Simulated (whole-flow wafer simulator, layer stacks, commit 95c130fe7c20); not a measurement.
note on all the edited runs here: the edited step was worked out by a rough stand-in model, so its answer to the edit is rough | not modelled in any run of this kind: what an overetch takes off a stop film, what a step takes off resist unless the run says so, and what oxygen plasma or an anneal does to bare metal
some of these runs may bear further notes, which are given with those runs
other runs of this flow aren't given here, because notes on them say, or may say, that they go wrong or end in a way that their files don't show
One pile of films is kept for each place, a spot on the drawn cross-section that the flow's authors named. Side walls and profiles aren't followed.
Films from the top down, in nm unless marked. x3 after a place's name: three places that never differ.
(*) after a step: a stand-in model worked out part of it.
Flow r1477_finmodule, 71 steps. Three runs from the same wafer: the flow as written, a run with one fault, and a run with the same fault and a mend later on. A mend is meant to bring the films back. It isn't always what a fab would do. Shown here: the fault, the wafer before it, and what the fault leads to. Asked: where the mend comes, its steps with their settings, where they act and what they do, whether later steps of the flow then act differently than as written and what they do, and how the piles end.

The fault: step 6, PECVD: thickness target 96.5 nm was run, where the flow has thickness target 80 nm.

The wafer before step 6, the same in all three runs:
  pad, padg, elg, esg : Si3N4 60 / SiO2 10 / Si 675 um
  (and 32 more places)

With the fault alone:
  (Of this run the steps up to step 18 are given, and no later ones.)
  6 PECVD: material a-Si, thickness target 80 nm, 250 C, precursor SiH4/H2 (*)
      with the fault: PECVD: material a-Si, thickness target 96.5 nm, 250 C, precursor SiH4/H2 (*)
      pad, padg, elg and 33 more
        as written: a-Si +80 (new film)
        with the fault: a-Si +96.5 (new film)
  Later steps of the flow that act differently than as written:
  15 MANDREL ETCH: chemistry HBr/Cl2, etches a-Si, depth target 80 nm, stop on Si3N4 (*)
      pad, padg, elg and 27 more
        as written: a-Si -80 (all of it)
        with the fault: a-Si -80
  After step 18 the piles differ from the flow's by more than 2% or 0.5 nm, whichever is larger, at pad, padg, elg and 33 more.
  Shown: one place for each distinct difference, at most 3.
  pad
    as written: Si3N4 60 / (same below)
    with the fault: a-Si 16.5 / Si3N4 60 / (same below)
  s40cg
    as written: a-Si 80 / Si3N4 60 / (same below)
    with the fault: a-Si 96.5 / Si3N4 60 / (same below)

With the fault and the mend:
  The mend comes after step 7.
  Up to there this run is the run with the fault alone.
  7a ETCH: chemistry tmah, depth target 111 nm
      pad, padg, elg and 33 more
        a-Si -96.5 (all of it)
  7b PECVD: material a-Si, thickness target 80 nm, 250 C, precursor SiH4/H2 (*) (the flow's step 6 once more)
      pad, padg, elg and 33 more
        a-Si +80 (new film)
  No later step of the flow acts differently than as written at any place that is followed.
  At the end the piles are the same as the flow's at every place that both follow.
